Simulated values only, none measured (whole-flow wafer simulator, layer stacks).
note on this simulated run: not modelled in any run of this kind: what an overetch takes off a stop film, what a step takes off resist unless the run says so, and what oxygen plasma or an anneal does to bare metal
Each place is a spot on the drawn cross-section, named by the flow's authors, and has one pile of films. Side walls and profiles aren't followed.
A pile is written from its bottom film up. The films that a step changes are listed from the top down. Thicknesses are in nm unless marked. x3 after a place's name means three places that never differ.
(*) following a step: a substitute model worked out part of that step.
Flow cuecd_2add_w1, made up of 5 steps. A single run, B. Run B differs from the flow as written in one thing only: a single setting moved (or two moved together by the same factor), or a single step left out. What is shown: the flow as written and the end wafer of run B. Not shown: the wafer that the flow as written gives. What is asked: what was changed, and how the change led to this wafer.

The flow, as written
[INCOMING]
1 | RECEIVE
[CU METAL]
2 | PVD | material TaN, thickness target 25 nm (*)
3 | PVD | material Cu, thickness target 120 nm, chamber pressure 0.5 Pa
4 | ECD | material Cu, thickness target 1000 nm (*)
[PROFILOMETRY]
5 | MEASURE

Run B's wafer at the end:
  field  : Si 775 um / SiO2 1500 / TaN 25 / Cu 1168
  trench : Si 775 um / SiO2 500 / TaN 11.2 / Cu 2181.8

The reason: step 3, PVD: thickness target 168 nm was run, though the flow has thickness target 120 nm.

How this came from the change, step by step:
  3 | PVD | material Cu, thickness target 120 nm, chamber pressure 0.5 Pa
      field: Cu gains 168 (new film) (in the flow as written it would be: Cu gains 120 (new film))
      trench: Cu gains 73.9 (new film) (in the flow as written it would be: Cu gains 53.6 (new film))
